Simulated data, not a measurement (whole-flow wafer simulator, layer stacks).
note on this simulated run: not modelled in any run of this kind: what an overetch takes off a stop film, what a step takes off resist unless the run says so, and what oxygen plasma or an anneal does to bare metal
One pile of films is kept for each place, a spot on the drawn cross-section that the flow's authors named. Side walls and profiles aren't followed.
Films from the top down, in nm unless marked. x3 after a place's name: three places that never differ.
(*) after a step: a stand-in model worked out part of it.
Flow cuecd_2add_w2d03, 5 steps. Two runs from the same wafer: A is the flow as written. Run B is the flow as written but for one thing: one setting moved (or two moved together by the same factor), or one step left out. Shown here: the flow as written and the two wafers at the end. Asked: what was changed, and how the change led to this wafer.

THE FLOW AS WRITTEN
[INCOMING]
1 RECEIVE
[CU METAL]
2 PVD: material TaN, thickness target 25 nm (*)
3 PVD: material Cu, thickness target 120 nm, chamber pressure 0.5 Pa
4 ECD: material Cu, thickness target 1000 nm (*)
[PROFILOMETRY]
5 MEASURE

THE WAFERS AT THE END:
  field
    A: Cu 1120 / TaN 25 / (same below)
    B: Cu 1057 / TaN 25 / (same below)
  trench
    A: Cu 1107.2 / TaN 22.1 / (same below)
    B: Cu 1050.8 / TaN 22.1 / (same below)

The cause: step 3, PVD: thickness target 57 nm was run, where the flow has thickness target 120 nm.

How the change led to this, step by step:
  3 PVD: material Cu, thickness target 120 nm, chamber pressure 0.5 Pa
      field: A Cu +120 (new film) | B Cu +57 (new film)
      trench: A Cu +107.2 (new film) | B Cu +50.8 (new film)
